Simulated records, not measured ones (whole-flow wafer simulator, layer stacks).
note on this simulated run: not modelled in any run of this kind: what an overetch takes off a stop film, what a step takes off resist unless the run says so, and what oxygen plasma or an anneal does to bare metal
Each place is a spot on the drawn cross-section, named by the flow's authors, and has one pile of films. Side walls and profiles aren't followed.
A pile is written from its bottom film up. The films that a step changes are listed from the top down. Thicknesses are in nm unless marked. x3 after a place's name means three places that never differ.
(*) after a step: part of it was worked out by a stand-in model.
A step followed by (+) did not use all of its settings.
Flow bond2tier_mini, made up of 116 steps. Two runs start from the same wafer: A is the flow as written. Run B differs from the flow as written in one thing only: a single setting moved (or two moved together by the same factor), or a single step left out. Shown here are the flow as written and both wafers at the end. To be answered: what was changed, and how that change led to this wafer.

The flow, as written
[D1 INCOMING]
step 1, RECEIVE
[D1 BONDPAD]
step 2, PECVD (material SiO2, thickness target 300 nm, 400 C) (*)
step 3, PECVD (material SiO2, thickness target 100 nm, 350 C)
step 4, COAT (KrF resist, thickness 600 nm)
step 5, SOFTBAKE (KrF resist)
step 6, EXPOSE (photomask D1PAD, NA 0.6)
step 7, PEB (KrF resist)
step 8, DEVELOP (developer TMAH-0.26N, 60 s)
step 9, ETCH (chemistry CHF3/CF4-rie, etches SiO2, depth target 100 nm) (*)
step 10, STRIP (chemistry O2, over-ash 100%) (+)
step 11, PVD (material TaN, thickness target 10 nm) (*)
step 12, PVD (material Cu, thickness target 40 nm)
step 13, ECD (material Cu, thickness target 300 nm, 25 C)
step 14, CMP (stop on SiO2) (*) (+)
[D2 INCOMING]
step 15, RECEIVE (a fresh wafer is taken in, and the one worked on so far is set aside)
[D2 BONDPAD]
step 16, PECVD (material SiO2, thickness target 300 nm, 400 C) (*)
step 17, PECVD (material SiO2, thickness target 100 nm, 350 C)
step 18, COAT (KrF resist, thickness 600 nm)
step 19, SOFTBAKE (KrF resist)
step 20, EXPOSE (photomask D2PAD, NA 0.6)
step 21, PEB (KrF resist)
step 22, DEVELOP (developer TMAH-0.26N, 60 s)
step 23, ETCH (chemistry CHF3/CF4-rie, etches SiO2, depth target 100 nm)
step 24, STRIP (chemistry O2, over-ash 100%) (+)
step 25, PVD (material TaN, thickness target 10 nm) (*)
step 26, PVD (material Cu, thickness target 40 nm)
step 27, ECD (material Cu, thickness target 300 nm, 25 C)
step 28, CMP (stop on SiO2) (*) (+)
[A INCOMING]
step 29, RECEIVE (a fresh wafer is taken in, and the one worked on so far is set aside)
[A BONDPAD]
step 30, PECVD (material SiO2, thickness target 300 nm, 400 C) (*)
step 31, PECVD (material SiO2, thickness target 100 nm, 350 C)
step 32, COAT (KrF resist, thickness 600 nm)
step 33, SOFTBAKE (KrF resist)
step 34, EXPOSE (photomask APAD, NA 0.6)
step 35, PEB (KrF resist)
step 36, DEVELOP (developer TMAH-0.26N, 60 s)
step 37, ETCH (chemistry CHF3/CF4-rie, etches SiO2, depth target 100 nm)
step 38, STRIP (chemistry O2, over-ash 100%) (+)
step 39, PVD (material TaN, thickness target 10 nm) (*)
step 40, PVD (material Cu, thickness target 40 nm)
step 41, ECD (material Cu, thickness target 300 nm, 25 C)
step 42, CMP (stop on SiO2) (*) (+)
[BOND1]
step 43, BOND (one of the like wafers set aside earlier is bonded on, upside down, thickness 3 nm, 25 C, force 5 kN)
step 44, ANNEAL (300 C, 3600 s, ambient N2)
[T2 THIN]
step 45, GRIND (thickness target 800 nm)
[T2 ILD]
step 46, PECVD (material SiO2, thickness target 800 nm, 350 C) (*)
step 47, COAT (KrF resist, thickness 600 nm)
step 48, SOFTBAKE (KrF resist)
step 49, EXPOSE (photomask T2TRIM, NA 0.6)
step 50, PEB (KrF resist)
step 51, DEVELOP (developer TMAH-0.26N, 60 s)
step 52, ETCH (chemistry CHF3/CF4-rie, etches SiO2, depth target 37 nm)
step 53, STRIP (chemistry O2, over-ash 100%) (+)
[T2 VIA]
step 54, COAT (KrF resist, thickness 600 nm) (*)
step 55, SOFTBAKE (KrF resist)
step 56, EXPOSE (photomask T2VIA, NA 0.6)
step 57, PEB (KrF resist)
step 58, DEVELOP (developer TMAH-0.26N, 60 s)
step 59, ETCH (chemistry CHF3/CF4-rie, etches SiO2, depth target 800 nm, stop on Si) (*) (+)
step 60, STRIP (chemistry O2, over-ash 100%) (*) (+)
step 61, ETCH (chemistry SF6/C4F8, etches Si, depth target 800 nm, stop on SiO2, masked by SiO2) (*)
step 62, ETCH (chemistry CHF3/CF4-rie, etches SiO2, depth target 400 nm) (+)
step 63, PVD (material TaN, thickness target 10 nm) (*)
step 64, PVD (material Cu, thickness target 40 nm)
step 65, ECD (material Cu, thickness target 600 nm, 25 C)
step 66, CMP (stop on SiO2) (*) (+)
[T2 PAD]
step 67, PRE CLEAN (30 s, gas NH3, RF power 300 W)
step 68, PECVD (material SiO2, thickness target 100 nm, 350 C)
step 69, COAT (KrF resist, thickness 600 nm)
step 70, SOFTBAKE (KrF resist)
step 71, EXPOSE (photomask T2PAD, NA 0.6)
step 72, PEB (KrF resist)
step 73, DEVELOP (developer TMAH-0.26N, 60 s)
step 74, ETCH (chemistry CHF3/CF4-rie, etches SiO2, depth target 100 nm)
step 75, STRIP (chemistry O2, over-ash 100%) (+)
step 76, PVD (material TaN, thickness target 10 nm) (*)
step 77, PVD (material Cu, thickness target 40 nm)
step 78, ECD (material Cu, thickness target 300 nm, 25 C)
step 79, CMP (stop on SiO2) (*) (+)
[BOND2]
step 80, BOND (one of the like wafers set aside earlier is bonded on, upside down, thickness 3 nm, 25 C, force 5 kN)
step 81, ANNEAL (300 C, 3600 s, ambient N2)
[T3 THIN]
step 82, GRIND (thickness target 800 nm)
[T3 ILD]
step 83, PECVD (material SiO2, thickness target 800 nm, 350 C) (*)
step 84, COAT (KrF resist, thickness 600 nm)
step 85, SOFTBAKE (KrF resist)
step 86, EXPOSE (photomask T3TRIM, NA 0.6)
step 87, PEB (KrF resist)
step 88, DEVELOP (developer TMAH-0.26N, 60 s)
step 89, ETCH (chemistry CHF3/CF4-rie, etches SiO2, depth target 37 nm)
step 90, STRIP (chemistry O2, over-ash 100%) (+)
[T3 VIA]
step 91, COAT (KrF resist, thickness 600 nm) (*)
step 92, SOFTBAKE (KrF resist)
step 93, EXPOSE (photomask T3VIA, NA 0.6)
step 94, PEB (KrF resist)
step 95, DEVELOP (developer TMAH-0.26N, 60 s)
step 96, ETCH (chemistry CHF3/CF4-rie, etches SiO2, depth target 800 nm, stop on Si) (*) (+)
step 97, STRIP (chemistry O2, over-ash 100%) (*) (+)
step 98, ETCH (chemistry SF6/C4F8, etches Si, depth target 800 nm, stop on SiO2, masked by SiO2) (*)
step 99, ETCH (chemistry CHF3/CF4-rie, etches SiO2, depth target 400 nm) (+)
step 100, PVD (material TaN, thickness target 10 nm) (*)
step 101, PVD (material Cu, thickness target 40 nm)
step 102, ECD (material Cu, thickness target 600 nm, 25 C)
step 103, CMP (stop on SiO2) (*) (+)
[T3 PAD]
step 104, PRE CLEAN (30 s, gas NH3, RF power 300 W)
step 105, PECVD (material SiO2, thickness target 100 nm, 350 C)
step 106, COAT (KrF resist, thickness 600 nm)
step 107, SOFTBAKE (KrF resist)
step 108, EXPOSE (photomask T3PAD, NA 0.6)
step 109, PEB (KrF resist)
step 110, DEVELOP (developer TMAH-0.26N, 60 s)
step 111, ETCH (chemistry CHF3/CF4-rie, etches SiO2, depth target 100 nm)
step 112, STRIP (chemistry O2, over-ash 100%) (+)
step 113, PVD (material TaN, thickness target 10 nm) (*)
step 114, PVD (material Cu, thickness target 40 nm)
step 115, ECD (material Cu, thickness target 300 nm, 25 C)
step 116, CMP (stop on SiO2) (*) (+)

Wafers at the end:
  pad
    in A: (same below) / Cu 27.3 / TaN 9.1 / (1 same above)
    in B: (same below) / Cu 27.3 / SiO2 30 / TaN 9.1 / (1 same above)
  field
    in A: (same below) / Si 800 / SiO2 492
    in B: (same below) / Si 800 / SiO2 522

The reason: step 105, PECVD: thickness target 130 nm was run, while the flow as written has thickness target 100 nm.

Step by step, how the change led to this:
  step 105, PECVD (material SiO2, thickness target 100 nm, 350 C)
      field: A SiO2 gains 100 | B SiO2 gains 130
      pad: A SiO2 gains 100 (new film) | B SiO2 gains 130 (new film)
  step 111, ETCH (chemistry CHF3/CF4-rie, etches SiO2, depth target 100 nm)
      pad: A SiO2 loses 100 (all of it) | B SiO2 loses 100
Taking metal films that touch as one body, pad has 4 bodies (between them, from the top down: SiO2 30; SiO2 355 / Si 800 / chemical SiO2 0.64 / SiO2 300; SiO2 355 / Si 800 / chemical SiO2 0.64 / SiO2 300); the flow as written gives 3 bodies (between them, from the top down: SiO2 355 / Si 800 / chemical SiO2 0.64 / SiO2 300; SiO2 355 / Si 800 / chemical SiO2 0.64 / SiO2 300).
